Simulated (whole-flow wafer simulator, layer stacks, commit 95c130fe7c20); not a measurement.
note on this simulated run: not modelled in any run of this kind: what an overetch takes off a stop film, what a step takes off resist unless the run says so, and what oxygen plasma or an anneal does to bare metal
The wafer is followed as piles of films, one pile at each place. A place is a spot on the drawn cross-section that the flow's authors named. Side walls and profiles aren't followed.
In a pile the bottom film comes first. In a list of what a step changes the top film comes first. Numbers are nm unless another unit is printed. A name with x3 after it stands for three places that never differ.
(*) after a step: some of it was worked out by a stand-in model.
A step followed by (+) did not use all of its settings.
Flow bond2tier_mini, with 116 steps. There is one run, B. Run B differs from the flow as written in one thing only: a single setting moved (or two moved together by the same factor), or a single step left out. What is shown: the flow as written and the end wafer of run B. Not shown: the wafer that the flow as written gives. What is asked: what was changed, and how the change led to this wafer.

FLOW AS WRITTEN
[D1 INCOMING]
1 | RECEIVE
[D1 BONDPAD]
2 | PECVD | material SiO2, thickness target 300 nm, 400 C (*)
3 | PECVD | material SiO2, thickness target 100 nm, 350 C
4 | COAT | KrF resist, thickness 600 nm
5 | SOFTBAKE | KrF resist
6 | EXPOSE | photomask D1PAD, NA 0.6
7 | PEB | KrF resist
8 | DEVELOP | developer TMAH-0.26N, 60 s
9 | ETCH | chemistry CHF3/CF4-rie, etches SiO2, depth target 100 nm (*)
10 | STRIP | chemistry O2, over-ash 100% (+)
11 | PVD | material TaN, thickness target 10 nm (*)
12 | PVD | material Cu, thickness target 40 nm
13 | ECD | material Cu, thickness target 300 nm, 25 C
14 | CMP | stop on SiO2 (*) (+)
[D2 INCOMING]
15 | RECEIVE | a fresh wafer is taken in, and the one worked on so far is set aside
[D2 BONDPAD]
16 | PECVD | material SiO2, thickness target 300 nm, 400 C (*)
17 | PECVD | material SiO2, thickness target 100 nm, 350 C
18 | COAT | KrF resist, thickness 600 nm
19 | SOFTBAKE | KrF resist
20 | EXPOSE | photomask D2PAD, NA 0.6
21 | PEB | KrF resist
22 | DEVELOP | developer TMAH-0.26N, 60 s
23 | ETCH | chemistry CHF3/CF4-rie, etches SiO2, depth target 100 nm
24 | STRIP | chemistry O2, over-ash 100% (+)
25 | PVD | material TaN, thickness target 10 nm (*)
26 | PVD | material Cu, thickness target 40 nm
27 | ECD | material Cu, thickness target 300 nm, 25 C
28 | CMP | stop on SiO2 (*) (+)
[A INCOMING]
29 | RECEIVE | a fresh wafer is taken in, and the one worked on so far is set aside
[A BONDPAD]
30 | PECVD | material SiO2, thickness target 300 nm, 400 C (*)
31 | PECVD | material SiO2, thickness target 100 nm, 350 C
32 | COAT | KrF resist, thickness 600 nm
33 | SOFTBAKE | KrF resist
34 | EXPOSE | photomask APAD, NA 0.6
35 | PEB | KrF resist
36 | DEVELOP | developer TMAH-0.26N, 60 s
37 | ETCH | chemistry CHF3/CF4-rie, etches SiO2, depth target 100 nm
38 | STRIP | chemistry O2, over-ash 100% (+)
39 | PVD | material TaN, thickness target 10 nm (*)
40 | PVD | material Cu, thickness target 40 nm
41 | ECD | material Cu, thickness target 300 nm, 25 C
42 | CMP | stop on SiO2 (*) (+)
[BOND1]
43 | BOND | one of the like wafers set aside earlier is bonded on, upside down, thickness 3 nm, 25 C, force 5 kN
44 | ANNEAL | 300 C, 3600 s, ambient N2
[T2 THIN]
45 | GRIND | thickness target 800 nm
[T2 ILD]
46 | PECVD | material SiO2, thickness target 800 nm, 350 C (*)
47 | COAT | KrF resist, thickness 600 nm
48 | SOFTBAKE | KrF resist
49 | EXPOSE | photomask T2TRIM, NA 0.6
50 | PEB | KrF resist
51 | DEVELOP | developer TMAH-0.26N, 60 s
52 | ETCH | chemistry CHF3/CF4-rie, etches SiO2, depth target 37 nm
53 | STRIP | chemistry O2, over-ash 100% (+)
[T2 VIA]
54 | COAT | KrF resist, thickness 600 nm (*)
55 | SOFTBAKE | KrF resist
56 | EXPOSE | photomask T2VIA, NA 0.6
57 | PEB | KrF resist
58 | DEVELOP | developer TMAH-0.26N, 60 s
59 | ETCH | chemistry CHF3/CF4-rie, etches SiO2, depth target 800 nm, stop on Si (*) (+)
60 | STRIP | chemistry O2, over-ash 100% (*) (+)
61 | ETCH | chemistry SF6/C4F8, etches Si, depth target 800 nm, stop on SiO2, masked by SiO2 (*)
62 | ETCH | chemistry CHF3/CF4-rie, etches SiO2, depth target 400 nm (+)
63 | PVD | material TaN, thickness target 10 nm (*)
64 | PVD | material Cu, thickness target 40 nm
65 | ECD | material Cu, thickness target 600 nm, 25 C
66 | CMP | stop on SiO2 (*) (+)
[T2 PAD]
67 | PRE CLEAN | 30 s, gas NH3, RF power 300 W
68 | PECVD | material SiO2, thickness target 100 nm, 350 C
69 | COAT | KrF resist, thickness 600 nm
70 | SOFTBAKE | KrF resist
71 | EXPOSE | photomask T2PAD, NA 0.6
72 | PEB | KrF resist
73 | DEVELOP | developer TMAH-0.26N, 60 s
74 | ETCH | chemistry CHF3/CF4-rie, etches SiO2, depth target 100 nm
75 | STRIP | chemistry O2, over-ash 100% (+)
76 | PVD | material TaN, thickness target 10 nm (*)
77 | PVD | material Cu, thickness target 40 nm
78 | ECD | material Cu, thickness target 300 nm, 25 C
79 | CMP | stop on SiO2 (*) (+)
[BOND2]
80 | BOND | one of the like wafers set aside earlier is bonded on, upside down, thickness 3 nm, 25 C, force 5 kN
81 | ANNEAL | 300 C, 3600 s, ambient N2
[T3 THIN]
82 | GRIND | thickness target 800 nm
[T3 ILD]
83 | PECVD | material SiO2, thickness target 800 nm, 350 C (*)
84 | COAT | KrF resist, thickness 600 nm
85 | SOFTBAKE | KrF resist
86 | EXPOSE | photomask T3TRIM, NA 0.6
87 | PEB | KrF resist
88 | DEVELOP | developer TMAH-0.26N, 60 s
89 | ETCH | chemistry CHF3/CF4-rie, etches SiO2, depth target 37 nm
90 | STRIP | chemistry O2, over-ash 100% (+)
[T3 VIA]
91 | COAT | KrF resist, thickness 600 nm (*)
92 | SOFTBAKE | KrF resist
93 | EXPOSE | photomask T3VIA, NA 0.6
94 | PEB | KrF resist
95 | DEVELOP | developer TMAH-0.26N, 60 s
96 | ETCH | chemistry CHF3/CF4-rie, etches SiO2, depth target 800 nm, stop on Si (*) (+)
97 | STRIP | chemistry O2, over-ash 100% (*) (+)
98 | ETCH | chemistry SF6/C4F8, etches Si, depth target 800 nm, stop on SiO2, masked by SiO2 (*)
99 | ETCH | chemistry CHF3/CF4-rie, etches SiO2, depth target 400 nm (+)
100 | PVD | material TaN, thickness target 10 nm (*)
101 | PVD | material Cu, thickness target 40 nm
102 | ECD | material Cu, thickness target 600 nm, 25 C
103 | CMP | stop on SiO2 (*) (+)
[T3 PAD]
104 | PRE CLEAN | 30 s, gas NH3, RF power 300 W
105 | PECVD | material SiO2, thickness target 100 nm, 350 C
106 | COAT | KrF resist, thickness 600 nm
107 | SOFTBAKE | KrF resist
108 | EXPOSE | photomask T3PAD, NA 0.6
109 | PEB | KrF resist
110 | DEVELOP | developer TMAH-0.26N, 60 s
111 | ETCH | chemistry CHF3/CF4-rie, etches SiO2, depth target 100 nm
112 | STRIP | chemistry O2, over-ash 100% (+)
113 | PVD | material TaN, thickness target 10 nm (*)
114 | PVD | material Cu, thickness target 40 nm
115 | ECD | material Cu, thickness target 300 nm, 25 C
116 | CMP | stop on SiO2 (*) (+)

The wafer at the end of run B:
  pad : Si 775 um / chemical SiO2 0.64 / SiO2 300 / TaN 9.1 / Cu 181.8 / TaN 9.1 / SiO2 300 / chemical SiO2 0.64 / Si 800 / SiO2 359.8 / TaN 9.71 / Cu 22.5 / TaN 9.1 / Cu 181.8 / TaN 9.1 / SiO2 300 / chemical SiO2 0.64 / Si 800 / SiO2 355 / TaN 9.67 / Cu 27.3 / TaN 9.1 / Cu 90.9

What caused this: step 52, ETCH: depth target 32.2 nm was run, while the flow as written has depth target 37 nm.

How this came from the change, step by step:
  52 | ETCH | chemistry CHF3/CF4-rie, etches SiO2, depth target 37 nm
      pad, via: -32.2 SiO2 (in the flow as written it would be: -37 SiO2)
      field: -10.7 KrF resist (in the flow as written it would be: -12.3 KrF resist)
